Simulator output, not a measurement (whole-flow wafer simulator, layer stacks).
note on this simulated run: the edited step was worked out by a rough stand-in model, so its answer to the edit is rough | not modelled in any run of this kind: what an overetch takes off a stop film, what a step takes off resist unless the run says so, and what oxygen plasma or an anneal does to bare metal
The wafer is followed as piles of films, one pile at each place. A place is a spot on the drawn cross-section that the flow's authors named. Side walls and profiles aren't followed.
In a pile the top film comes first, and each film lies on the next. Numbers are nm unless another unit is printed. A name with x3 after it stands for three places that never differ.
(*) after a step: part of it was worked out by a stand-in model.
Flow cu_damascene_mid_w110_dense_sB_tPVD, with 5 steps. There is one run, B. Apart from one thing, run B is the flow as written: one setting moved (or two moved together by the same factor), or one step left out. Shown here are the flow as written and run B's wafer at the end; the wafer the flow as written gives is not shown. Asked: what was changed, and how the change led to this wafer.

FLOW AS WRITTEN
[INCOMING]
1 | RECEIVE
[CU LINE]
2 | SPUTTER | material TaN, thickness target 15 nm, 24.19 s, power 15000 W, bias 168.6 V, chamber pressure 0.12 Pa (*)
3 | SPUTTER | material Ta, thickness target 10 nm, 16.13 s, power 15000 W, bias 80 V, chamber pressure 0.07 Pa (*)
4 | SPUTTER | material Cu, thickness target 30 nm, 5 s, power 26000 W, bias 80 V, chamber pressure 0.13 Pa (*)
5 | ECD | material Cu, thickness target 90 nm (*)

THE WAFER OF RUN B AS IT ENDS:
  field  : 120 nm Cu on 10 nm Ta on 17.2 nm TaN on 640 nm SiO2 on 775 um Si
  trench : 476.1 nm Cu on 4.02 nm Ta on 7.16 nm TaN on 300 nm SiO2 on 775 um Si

The reason: step 2, SPUTTER: 27.82 s was run, though the flow has 24.19 s.

The path from the change to this, step by step:
  2 | SPUTTER | material TaN, thickness target 15 nm, 24.19 s, power 15000 W, bias 168.6 V, chamber pressure 0.12 Pa (*)
      field: TaN gains 17.2 (new film) (as written it would have been: TaN gains 15 (new film))
      trench: TaN gains 7.16 (new film) (as written it would have been: TaN gains 6.23 (new film))
